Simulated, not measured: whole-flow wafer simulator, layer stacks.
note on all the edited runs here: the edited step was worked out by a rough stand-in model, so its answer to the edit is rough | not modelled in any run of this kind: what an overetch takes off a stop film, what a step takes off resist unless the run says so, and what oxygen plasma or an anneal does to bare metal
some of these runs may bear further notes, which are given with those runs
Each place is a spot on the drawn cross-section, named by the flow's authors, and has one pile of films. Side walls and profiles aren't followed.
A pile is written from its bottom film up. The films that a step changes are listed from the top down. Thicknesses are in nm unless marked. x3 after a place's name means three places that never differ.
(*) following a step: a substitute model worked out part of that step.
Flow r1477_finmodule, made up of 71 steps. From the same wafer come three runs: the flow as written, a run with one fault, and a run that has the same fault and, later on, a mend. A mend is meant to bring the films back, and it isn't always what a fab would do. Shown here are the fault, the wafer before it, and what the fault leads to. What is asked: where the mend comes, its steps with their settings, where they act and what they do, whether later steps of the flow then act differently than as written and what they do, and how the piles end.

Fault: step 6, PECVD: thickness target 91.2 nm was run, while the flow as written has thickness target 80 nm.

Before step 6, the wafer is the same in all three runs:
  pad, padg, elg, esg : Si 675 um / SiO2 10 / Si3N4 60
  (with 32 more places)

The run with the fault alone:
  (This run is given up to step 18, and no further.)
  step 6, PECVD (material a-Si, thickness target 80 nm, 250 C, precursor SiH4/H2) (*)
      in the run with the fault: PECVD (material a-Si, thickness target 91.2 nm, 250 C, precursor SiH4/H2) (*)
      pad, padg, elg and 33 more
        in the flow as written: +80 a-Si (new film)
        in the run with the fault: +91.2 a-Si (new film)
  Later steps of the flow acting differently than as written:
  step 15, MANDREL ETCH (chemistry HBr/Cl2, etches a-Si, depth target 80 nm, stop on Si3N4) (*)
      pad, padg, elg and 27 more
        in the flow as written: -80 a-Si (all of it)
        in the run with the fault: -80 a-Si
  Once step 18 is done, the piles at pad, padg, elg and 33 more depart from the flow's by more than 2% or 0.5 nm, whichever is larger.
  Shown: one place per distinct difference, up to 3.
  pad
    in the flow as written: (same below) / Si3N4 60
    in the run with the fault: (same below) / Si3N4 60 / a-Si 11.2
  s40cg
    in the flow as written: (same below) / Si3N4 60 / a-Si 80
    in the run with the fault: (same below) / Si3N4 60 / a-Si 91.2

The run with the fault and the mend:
  The mend stands after step 7.
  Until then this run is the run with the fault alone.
  step 7a, ETCH (chemistry tmah, depth target 104.9 nm)
      pad, padg, elg and 33 more
        -91.2 a-Si (all of it)
  step 7b, PECVD (material a-Si, thickness target 80 nm, 250 C, precursor SiH4/H2) (*) (the flow's step 6, run once more)
      pad, padg, elg and 33 more
        +80 a-Si (new film)
  None of the later steps of the flow acts differently than as written at any place that is followed.
  At every place that both follow, the piles at the end match the flow's.
